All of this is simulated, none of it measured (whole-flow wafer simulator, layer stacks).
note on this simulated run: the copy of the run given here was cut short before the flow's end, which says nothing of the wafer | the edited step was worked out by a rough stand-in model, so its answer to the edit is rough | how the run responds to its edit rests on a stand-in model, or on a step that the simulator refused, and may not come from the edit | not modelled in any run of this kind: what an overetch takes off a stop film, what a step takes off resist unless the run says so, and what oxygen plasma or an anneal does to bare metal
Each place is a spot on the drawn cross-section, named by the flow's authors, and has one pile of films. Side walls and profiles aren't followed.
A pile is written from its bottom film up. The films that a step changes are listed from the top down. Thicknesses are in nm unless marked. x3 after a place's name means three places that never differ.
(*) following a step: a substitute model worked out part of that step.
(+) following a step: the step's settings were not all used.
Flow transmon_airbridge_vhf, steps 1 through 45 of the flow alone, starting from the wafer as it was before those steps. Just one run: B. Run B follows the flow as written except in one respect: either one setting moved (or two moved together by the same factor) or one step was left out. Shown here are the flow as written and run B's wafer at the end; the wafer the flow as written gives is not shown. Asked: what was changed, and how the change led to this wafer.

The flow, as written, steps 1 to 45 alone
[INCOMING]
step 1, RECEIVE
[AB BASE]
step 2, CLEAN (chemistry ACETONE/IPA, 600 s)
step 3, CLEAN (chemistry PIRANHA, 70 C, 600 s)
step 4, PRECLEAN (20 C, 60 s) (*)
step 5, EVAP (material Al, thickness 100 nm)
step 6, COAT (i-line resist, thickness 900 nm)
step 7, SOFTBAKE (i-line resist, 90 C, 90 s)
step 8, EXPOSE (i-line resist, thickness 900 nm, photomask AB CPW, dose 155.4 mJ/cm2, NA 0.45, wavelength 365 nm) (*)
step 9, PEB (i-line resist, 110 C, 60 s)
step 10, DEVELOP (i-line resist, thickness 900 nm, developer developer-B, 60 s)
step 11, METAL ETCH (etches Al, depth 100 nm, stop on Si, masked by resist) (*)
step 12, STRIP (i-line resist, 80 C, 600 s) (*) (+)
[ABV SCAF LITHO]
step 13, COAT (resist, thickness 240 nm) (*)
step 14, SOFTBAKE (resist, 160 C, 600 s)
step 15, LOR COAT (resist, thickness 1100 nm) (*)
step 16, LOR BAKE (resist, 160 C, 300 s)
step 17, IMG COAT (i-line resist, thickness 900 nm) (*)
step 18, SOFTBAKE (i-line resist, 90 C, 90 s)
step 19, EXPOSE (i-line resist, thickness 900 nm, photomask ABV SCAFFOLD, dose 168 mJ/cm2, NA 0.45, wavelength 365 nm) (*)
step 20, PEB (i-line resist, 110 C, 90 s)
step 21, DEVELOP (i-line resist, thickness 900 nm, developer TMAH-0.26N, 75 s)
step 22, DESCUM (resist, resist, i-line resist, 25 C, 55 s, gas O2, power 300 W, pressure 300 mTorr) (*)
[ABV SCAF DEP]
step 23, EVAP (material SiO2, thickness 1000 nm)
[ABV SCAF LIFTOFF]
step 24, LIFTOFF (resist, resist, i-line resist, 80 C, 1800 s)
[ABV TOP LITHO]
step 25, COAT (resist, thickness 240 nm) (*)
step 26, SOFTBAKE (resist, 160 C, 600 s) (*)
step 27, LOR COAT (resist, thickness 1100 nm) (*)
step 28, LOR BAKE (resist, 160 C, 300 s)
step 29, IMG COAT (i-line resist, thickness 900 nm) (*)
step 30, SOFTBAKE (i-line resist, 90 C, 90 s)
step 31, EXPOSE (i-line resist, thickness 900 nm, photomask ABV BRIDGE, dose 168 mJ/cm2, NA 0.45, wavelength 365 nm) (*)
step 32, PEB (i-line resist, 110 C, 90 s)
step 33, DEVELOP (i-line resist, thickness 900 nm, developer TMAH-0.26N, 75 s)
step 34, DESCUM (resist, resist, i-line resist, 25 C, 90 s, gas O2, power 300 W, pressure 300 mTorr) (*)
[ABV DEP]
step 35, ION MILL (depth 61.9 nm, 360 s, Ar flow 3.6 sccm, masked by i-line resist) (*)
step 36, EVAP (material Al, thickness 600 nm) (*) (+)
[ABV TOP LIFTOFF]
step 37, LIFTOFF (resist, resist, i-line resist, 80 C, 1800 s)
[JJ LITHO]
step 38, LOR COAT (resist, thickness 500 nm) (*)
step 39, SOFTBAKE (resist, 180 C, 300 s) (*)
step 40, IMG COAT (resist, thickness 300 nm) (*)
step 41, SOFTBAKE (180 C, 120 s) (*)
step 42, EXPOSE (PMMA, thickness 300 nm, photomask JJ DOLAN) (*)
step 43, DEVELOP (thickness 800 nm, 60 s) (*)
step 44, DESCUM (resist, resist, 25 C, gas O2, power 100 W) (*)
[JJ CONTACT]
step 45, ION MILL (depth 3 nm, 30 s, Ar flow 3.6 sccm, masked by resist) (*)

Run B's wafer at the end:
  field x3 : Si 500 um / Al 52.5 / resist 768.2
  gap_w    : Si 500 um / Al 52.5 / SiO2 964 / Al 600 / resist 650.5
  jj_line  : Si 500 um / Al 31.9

What caused this: step 11, METAL ETCH: depth 47.5 nm was run, whereas the flow has depth 100 nm.

How this came from the change, step by step:
  step 11, METAL ETCH (etches Al, depth 100 nm, stop on Si, masked by resist) (*)
      field x3, jj_line, gap_w, gap_e: -47.5 Al (it would be, as written: -100 Al (all of it))
      ground_far, pad_w, flank_w and 8 more: -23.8 i-line resist (it would be, as written: -50 i-line resist)
  step 12, STRIP (i-line resist, 80 C, 600 s) (*) (+)
      ground_far, pad_w, flank_w and 8 more: -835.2 i-line resist (all of it) (it would be, as written: -808.9 i-line resist (all of it))
  step 13, COAT (resist, thickness 240 nm) (*)
      flank_w, flank_e: +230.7 resist (new film) (it would be, as written: +222.3 resist (new film))
      gap_w, gap_e: +246 resist (new film) (it would be, as written: +251.7 resist (new film))
  step 22, DESCUM (resist, resist, i-line resist, 25 C, 55 s, gas O2, power 300 W, pressure 300 mTorr) (*)
      flank_w, flank_e: -230.7 resist (all of it) (it would be, as written: -222.3 resist (all of it))
      gap_w, gap_e: -246 resist (all of it) (it would be, as written: -251.7 resist (all of it))
  step 25, COAT (resist, thickness 240 nm) (*)
      flank_w, flank_e: +159 resist (new film) (it would be, as written: +152.6 resist (new film))
      gap_w, gap_e: +205 resist (new film) (it would be, as written: +210.7 resist (new film))
  step 29, IMG COAT (i-line resist, thickness 900 nm) (*)
      gap_w, gap_e: +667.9 i-line resist (new film) (it would be, as written: +681.7 i-line resist (new film))
  step 32, PEB (i-line resist, 110 C, 90 s)
      gap_w, gap_e: -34 i-line resist (it would be, as written: -34.7 i-line resist)
  step 33, DEVELOP (i-line resist, thickness 900 nm, developer TMAH-0.26N, 75 s)
      gap_w, gap_e: -633.9 i-line resist (all of it), -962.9 resist (it would be, as written: -646.9 i-line resist (all of it), -977.8 resist)
  step 34, DESCUM (resist, resist, i-line resist, 25 C, 90 s, gas O2, power 300 W, pressure 300 mTorr) (*)
      flank_w, flank_e: -159 resist (all of it) (it would be, as written: -152.6 resist (all of it))
      gap_w, gap_e: -205 resist (all of it) (it would be, as written: -210.7 resist (all of it))
  step 38, LOR COAT (resist, thickness 500 nm) (*)
      gap_w, gap_e: +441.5 resist (new film) (it would be, as written: +450.7 resist (new film))
  step 40, IMG COAT (resist, thickness 300 nm) (*)
      flank_w, flank_e: +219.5 resist (it would be, as written: +212.1 resist)
  step 45, ION MILL (depth 3 nm, 30 s, Ar flow 3.6 sccm, masked by resist) (*)
      jj_line: -20.6 Al (it would be, as written: -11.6 Si)
Taking metal films that touch as one body, field x3 has 1 body; the flow as written gives 0 bodies.
Taking metal films that touch as one body, gap_w has 2 bodies (between them, from the top down: SiO2 964); the flow as written gives 1 body.
Taking metal films that touch as one body, jj_line has 1 body; the flow as written gives 0 bodies.
